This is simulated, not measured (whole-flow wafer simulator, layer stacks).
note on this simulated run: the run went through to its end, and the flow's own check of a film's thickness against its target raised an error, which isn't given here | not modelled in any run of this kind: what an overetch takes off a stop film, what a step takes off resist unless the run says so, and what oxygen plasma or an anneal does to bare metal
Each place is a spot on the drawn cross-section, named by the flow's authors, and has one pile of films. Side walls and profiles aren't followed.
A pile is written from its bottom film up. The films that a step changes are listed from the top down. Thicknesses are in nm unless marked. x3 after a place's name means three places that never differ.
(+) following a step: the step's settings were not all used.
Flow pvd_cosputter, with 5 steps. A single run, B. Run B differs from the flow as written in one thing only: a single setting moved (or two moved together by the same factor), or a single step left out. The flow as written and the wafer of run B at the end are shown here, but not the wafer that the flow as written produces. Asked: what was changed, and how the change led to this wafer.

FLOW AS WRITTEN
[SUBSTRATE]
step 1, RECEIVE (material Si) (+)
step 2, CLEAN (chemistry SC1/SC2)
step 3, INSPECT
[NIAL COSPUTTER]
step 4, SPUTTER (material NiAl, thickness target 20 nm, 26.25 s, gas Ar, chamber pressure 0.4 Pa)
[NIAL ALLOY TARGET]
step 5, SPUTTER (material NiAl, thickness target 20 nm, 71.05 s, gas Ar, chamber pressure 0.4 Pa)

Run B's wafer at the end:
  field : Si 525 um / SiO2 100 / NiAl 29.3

The reason: step 4, SPUTTER: thickness target 9.28 nm was run, though the flow has thickness target 20 nm; step 4, SPUTTER: 12.18 s was run, where the flow has 26.25 s.

Step by step, how the change led to this:
  step 4, SPUTTER (material NiAl, thickness target 20 nm, 26.25 s, gas Ar, chamber pressure 0.4 Pa)
      field: NiAl gains 9.28 (new film) (it would be, as written: NiAl gains 20 (new film))
